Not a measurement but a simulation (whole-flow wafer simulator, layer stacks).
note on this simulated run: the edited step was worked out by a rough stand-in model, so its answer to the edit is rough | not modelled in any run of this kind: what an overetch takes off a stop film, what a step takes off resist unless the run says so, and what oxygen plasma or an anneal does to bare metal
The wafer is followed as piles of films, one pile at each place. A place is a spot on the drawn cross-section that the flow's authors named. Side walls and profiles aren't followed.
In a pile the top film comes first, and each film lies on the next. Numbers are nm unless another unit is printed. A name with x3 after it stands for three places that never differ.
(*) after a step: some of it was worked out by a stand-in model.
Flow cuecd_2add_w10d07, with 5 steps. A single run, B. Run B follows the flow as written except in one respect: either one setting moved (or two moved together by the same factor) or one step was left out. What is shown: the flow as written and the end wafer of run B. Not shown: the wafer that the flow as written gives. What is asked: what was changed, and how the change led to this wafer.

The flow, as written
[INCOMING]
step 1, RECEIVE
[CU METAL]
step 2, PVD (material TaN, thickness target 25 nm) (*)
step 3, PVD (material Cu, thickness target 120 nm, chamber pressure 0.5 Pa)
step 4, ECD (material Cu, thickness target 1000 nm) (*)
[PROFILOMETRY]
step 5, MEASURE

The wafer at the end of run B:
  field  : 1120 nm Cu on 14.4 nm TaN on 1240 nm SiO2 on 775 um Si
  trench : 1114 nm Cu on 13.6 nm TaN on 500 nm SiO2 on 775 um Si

Cause: step 2, PVD: thickness target 14.4 nm was run, though the flow has thickness target 25 nm.
The wafer itself shows it: field has TaN 14.4, and step 2 as written asks for 25 nm.

Step by step, how the change led to this:
  step 2, PVD (material TaN, thickness target 25 nm) (*)
      field: TaN gains 14.4 (new film) (it would be, as written: TaN gains 25 (new film))
      trench: TaN gains 13.6 (new film) (it would be, as written: TaN gains 23.7 (new film))
